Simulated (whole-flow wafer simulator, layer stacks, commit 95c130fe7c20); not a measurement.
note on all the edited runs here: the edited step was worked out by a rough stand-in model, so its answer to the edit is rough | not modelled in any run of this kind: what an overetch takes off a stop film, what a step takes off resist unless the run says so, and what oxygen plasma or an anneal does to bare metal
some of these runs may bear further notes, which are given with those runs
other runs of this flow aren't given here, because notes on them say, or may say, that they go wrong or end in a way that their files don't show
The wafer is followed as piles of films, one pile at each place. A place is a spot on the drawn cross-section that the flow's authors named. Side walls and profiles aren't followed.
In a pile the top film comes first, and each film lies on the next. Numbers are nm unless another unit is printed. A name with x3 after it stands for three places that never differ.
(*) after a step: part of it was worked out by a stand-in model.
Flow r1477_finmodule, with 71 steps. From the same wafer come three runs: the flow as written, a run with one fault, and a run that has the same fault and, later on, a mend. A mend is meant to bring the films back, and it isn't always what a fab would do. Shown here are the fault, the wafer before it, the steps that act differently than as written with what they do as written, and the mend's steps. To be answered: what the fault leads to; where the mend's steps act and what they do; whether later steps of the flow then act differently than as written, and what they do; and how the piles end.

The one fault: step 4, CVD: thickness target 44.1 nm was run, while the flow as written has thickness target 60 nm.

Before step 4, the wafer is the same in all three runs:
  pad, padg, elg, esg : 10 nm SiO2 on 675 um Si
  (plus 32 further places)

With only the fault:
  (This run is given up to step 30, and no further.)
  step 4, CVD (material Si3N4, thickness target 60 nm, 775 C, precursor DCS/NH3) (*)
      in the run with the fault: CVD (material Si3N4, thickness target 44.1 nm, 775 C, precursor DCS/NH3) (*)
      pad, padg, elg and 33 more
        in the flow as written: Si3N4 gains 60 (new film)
        in the run with the fault: Si3N4 gains 44.1 (new film)
  None of the later steps of the flow up to step 30 acts differently than as written at any place that is followed.
  The piles after step 30 differ from the flow's at pad, padg, elg and 33 more by more than 2% or 0.5 nm, whichever is larger.
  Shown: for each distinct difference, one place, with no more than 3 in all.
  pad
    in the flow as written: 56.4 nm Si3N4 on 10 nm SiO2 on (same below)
    in the run with the fault: 40.5 nm Si3N4 on 10 nm SiO2 on (same below)
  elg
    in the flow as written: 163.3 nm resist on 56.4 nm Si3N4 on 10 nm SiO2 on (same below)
    in the run with the fault: 163.3 nm resist on 40.5 nm Si3N4 on 10 nm SiO2 on (same below)
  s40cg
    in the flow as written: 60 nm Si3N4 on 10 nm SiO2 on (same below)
    in the run with the fault: 44.1 nm Si3N4 on 10 nm SiO2 on (same below)

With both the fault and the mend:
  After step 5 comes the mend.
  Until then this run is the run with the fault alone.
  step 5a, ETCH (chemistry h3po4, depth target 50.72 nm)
      pad, padg, elg and 33 more
        Si3N4 loses 44.1 (all of it)
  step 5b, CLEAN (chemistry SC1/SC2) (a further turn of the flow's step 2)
      alters no film at any place that is followed
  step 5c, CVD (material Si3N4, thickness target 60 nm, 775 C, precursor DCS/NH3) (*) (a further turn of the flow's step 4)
      pad, padg, elg and 33 more
        Si3N4 gains 60 (new film)
  None of the later steps of the flow acts differently than as written at any place that is followed.
  The piles end the same as the flow's at every place that both follow.
